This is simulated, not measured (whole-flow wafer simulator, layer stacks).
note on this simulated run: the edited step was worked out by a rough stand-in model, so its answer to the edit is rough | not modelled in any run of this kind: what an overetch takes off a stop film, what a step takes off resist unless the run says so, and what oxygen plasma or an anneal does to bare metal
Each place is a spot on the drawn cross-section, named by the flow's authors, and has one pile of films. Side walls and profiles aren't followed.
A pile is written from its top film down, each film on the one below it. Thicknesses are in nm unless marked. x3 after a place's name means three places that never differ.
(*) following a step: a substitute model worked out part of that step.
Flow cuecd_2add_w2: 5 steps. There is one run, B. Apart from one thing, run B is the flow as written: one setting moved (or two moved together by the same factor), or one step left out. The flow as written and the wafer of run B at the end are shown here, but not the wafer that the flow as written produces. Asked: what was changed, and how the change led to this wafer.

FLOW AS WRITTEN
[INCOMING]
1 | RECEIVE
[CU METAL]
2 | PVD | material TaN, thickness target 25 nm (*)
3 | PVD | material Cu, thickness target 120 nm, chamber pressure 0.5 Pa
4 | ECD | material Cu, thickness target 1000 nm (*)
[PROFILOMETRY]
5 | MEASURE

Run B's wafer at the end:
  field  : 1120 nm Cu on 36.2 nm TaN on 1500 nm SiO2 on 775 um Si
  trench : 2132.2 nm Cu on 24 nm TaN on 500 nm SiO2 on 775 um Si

Cause: step 2, PVD: thickness target 36.2 nm was run, though the flow has thickness target 25 nm.
The wafer itself shows it: field has TaN 36.2, and step 2 as written asks for 25 nm.

Step by step, how the change led to this:
  2 | PVD | material TaN, thickness target 25 nm (*)
      field: +36.2 TaN (new film) (it would be, as written: +25 TaN (new film))
      trench: +24 TaN (new film) (it would be, as written: +16.6 TaN (new film))
